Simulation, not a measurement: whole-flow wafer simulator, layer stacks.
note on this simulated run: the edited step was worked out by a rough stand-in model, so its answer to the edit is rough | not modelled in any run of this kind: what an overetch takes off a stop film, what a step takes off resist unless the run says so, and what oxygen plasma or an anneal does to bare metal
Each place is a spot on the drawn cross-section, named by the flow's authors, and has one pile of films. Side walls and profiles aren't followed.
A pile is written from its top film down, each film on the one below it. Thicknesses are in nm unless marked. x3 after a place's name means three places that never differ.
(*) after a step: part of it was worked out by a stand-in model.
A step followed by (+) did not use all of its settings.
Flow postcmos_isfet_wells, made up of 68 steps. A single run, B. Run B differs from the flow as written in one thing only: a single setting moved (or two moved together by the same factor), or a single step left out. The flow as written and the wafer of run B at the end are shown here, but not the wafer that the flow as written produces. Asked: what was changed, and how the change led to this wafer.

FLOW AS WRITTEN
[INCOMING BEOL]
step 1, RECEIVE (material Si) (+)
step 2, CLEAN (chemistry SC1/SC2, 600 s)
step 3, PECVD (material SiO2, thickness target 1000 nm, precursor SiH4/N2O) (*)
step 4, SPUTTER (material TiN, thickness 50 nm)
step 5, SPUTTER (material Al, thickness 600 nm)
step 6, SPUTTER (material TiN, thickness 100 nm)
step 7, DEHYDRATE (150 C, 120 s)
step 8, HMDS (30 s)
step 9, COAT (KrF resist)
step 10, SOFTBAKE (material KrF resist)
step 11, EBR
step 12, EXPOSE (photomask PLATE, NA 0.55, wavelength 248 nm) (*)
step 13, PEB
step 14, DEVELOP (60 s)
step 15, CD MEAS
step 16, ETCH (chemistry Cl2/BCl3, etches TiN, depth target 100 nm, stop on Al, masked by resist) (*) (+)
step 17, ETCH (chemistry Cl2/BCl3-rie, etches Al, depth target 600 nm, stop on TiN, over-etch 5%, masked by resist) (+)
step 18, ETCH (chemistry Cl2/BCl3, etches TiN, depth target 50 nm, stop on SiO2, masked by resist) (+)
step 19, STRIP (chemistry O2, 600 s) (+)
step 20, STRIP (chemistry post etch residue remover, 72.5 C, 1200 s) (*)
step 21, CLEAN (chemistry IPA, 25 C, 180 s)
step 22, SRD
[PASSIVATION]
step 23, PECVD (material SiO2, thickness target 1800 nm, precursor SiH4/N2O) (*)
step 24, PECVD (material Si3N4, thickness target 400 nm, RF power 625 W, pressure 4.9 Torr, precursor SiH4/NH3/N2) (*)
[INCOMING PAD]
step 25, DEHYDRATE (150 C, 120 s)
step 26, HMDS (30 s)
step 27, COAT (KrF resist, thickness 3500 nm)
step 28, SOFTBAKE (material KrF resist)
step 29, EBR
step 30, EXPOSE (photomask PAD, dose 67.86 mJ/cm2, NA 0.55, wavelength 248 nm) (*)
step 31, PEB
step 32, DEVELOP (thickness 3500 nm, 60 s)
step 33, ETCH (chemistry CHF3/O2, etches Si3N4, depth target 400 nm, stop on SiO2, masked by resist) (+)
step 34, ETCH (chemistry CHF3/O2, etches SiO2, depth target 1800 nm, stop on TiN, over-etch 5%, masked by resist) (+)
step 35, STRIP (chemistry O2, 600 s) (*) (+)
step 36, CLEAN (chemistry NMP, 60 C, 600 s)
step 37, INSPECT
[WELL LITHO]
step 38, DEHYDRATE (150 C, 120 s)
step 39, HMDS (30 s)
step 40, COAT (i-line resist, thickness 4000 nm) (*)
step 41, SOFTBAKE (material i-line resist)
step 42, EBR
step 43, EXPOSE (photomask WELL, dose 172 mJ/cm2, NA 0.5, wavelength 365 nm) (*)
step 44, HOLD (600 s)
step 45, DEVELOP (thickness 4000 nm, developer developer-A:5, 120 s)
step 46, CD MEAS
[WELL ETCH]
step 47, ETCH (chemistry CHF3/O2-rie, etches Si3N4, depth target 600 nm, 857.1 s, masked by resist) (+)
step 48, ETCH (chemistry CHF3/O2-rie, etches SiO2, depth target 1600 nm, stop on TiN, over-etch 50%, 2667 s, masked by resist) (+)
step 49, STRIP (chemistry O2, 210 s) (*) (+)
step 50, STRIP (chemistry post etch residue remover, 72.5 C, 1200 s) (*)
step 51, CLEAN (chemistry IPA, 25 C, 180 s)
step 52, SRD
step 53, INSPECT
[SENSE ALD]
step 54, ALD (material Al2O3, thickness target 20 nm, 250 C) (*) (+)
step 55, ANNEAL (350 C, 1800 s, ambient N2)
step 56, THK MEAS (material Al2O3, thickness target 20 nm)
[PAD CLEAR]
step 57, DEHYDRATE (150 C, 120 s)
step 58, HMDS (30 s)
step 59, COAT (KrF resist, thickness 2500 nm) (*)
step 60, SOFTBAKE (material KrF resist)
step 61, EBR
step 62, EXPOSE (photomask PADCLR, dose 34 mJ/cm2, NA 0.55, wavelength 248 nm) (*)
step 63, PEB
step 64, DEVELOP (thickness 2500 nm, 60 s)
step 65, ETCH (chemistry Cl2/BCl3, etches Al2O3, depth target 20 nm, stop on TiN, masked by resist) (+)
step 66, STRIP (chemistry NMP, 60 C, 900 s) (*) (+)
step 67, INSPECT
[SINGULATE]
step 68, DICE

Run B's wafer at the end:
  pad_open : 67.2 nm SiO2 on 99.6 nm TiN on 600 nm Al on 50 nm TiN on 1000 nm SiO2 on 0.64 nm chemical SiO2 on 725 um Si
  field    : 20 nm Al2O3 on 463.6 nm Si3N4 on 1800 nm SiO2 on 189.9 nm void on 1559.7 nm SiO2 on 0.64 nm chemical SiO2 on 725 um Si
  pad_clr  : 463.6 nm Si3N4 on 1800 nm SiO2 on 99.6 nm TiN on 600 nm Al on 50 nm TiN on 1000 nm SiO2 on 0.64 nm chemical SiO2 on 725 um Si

The reason: step 24, PECVD: thickness target 464 nm was run, while the flow as written has thickness target 400 nm.

How this came from the change, step by step:
  step 24, PECVD (material Si3N4, thickness target 400 nm, RF power 625 W, pressure 4.9 Torr, precursor SiH4/NH3/N2) (*)
      field, margin, well900, well1300 x3, pad_rim, pad_clr, pad_open: Si3N4 gains 464 (new film) (it would be, as written: Si3N4 gains 400 (new film))
  step 33, ETCH (chemistry CHF3/O2, etches Si3N4, depth target 400 nm, stop on SiO2, masked by resist) (+)
      pad_open: Si3N4 loses 400 (it would be, as written: Si3N4 loses 400 (all of it))
  step 34, ETCH (chemistry CHF3/O2, etches SiO2, depth target 1800 nm, stop on TiN, over-etch 5%, masked by resist) (+)
      pad_open: Si3N4 loses 64 (all of it), SiO2 loses 1732.8 (it would be, as written: SiO2 loses 1800 (all of it))
  step 47, ETCH (chemistry CHF3/O2-rie, etches Si3N4, depth target 600 nm, 857.1 s, masked by resist) (+)
      well900, well1300 x3: Si3N4 loses 464 (all of it), SiO2 loses 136 (it would be, as written: Si3N4 loses 400 (all of it), SiO2 loses 200)
  step 48, ETCH (chemistry CHF3/O2-rie, etches SiO2, depth target 1600 nm, stop on TiN, over-etch 50%, 2667 s, masked by resist) (+)
      well900, well1300 x3: SiO2 loses 1664 (all of it) (it would be, as written: SiO2 loses 1600 (all of it))
  step 59, COAT (KrF resist, thickness 2500 nm) (*)
      field: KrF resist gains 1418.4 (new film) (it would be, as written: KrF resist gains 1449 (new film))
      margin: KrF resist gains 1418.3 (new film) (it would be, as written: KrF resist gains 1448.9 (new film))
  step 66, STRIP (chemistry NMP, 60 C, 900 s) (*) (+)
      field: KrF resist loses 1369.8 (all of it) (it would be, as written: KrF resist loses 1400.1 (all of it))
      margin: KrF resist loses 1369.7 (all of it) (it would be, as written: KrF resist loses 1400.1 (all of it))
